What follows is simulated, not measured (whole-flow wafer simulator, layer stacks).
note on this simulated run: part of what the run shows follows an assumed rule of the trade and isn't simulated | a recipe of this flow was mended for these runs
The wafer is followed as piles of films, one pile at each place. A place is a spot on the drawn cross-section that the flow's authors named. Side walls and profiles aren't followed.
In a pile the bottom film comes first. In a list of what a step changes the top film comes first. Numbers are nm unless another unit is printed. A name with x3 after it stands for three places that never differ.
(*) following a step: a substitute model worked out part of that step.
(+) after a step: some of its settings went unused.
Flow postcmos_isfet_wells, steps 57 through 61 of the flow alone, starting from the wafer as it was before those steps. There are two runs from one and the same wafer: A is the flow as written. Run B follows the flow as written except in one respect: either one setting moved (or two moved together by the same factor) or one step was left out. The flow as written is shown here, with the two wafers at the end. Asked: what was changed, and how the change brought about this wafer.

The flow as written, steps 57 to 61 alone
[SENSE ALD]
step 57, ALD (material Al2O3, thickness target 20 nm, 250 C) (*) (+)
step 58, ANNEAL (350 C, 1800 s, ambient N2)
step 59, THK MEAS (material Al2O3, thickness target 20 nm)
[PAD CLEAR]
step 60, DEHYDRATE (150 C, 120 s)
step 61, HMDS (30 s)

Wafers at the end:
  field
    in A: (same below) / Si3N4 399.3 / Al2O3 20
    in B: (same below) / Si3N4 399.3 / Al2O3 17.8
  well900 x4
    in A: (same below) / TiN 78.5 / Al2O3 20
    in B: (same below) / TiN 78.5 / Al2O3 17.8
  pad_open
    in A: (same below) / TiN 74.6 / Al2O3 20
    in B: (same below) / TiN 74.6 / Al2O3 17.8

The reason: step 57, ALD: 325 C was run, though the flow has 250 C.

How this came from the change, step by step:
  step 57, ALD (material Al2O3, thickness target 20 nm, 250 C) (*) (+)
      field, margin x3, well900 x4, pad_open: A +20 Al2O3 (new film) | B +17.8 Al2O3 (new film)
